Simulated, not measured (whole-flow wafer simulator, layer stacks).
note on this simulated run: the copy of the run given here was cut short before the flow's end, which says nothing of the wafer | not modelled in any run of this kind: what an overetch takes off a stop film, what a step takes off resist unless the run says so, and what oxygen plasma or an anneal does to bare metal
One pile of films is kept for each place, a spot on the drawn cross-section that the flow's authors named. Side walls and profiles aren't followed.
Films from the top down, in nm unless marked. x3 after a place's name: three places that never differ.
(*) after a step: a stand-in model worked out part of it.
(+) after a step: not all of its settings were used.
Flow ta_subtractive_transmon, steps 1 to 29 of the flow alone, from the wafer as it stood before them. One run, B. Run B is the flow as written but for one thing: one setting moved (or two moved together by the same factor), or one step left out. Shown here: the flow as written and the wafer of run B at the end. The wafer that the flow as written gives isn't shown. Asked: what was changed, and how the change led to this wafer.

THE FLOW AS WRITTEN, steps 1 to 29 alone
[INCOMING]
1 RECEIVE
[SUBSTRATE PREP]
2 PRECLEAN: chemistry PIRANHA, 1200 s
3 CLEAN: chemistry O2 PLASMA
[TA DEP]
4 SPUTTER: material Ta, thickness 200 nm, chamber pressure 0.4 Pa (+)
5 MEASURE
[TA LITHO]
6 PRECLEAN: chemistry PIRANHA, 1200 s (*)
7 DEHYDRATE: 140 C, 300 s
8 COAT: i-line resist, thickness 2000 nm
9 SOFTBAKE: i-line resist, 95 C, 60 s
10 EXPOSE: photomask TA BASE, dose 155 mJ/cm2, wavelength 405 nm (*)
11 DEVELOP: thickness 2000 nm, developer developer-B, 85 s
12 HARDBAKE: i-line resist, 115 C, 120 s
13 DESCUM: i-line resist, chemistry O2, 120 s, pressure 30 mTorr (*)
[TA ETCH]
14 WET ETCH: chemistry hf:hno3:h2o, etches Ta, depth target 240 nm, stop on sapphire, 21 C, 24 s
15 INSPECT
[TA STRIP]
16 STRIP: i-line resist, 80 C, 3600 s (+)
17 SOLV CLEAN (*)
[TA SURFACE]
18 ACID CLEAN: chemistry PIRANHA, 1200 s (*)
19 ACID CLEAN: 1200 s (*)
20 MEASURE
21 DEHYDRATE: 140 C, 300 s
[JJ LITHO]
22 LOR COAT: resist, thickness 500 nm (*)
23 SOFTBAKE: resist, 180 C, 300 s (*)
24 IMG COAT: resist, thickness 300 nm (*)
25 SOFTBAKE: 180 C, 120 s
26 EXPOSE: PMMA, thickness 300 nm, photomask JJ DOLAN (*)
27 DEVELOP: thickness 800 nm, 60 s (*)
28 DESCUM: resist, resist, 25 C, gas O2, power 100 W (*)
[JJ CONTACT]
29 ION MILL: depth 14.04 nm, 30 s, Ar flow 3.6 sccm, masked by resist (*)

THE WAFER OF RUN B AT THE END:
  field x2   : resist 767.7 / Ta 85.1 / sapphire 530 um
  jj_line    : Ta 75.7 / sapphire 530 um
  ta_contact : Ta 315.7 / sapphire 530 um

The cause: step 4, SPUTTER: thickness 325.4 nm was run, where the flow has thickness 200 nm.

How the change led to this, step by step:
  4 SPUTTER: material Ta, thickness 200 nm, chamber pressure 0.4 Pa (+)
      field x2, jj_line, lead, ta_contact, ta_pad: Ta +325.4 (new film) (as written it would be: Ta +200 (new film))
  14 WET ETCH: chemistry hf:hno3:h2o, etches Ta, depth target 240 nm, stop on sapphire, 21 C, 24 s
      field x2, jj_line, lead: Ta -240 (as written it would be: Ta -200 (all of it))
  22 LOR COAT: resist, thickness 500 nm (*)
      ta_contact: resist +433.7 (new film) (as written it would be: resist +443.8 (new film))
  29 ION MILL: depth 14.04 nm, 30 s, Ar flow 3.6 sccm, masked by resist (*)
      jj_line, lead: Ta -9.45 (as written it would be: sapphire -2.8)
Counting metal films that touch as one body, field x2 has 1 body; the flow as written gives 0 bodies.
Counting metal films that touch as one body, jj_line has 1 body; the flow as written gives 0 bodies.
